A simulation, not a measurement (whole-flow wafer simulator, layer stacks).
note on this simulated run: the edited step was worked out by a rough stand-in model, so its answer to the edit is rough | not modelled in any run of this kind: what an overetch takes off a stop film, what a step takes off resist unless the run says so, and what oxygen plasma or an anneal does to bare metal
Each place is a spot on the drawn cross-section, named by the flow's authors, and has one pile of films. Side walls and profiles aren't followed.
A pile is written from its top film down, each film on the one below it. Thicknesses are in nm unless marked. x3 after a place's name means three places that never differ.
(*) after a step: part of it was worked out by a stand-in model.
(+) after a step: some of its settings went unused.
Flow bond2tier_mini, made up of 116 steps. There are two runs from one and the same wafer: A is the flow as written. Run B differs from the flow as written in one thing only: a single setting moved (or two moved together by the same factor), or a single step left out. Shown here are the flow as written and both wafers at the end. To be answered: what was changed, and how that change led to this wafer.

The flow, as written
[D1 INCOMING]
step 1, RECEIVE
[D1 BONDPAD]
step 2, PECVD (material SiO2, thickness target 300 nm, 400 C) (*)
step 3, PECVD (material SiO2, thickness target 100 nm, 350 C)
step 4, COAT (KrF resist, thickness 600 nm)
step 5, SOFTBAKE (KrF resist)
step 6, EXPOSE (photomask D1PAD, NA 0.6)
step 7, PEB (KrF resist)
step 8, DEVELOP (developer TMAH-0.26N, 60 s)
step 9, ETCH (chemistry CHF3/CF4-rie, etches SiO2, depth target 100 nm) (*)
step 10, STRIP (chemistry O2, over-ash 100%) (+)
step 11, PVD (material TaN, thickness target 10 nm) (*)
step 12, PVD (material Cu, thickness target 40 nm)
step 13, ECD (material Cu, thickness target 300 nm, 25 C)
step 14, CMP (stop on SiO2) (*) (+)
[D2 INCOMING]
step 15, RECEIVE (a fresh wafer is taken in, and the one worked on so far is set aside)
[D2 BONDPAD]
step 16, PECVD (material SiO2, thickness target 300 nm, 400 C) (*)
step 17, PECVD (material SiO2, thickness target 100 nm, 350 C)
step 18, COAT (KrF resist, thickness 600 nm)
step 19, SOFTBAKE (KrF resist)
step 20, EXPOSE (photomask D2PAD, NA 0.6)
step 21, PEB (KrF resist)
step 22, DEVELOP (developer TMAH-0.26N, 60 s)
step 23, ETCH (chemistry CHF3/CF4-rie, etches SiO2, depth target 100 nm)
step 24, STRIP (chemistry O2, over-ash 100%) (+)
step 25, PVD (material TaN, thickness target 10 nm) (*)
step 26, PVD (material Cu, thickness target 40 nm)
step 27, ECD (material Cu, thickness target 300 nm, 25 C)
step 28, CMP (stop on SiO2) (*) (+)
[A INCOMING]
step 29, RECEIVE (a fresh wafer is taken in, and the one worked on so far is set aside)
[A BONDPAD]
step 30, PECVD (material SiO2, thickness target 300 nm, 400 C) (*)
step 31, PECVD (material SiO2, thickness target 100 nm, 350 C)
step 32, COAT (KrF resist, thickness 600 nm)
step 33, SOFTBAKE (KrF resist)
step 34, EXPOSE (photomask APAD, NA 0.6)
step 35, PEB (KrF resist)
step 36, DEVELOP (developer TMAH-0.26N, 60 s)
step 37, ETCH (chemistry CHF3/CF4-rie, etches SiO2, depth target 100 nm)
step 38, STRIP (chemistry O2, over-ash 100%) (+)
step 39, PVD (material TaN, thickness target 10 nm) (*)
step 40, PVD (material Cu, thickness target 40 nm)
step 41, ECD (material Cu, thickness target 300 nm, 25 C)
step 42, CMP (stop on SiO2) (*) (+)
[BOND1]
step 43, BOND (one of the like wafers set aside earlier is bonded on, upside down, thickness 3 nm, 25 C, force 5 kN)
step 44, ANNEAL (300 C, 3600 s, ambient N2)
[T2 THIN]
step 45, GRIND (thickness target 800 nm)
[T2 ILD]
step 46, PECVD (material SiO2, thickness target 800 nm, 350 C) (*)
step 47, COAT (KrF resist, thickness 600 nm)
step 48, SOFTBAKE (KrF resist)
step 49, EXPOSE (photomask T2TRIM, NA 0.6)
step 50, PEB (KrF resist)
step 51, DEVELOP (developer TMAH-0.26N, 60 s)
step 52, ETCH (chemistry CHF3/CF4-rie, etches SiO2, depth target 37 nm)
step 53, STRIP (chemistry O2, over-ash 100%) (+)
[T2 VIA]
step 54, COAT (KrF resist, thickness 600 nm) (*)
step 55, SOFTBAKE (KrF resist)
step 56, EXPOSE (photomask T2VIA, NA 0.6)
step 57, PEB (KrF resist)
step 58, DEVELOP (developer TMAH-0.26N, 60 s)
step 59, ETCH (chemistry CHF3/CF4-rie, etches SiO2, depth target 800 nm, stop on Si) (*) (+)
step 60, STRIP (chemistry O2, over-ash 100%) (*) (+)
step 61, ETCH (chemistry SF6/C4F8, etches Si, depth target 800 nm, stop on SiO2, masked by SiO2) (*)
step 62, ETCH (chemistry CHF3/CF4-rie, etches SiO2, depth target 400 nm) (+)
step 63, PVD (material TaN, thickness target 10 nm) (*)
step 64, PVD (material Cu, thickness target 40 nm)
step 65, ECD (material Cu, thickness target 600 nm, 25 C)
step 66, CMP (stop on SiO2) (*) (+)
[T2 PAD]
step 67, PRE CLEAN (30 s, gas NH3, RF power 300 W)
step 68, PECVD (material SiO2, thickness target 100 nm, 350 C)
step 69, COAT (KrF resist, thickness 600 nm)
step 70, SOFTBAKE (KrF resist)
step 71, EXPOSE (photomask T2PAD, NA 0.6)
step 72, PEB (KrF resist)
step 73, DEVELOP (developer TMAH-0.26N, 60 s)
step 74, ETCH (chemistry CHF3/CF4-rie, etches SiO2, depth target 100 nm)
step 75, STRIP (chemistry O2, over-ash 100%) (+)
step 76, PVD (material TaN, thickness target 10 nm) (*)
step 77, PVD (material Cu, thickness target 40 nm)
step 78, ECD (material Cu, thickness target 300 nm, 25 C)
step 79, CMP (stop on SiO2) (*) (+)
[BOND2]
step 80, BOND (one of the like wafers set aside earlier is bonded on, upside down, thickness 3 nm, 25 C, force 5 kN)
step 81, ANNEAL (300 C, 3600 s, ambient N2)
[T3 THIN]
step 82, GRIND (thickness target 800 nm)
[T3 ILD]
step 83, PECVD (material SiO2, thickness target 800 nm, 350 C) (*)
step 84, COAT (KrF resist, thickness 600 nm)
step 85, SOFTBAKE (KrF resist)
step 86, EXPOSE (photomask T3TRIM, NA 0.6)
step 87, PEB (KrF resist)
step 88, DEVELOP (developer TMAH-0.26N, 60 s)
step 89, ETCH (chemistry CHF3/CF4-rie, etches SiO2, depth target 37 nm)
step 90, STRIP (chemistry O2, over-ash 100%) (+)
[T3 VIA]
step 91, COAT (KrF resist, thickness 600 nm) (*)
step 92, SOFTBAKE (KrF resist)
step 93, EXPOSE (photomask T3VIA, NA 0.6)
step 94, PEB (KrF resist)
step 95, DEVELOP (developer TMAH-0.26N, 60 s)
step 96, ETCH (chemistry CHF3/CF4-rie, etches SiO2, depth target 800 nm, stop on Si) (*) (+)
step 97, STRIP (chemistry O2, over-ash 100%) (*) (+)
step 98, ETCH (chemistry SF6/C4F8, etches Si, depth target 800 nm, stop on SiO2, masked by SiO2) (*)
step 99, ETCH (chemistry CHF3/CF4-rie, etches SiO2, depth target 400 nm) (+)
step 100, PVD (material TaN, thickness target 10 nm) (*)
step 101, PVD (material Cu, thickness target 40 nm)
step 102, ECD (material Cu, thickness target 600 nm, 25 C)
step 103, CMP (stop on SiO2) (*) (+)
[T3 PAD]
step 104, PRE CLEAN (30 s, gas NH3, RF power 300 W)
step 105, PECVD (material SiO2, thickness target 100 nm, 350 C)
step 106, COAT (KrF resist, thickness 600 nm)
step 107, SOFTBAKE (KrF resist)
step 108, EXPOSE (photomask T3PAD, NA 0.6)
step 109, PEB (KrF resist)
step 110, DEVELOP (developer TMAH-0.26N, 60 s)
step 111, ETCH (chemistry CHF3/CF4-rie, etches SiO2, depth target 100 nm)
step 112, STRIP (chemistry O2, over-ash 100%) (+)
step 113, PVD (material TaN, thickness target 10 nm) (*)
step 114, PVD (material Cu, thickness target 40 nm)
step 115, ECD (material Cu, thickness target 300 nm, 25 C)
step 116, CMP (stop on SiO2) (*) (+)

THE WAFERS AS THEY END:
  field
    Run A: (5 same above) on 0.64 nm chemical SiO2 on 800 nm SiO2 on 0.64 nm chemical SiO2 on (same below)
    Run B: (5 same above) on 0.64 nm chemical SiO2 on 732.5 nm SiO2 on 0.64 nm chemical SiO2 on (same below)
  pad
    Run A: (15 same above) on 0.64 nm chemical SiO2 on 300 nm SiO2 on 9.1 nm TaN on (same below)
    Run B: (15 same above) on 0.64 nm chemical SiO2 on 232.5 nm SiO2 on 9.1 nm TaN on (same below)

The reason: step 2, PECVD: thickness target 232.5 nm was run, while the flow as written has thickness target 300 nm.
The wafer lets one read it off: pad has SiO2 232.5, and step 2 as written asks for 300 nm.

Step by step, how the change led to this:
  step 2, PECVD (material SiO2, thickness target 300 nm, 400 C) (*)
      field, pad, via: A SiO2 gains 300 (new film) | B SiO2 gains 232.5 (new film)
  step 43, BOND (one of the like wafers set aside earlier is bonded on, upside down, thickness 3 nm, 25 C, force 5 kN)
      field: A Si gains 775 um (new film), chemical SiO2 gains 0.64 (new film), SiO2 gains 400 | B Si gains 775 um (new film), chemical SiO2 gains 0.64 (new film), SiO2 gains 332.5
      pad: A Si gains 775 um (new film), chemical SiO2 gains 0.64 (new film), SiO2 gains 300 (new film), TaN gains 9.1 (new film), Cu gains 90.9 | B Si gains 775 um (new film), chemical SiO2 gains 0.64 (new film), SiO2 gains 232.5 (new film), TaN gains 9.1 (new film), Cu gains 90.9
      (as well as at 1 more place)
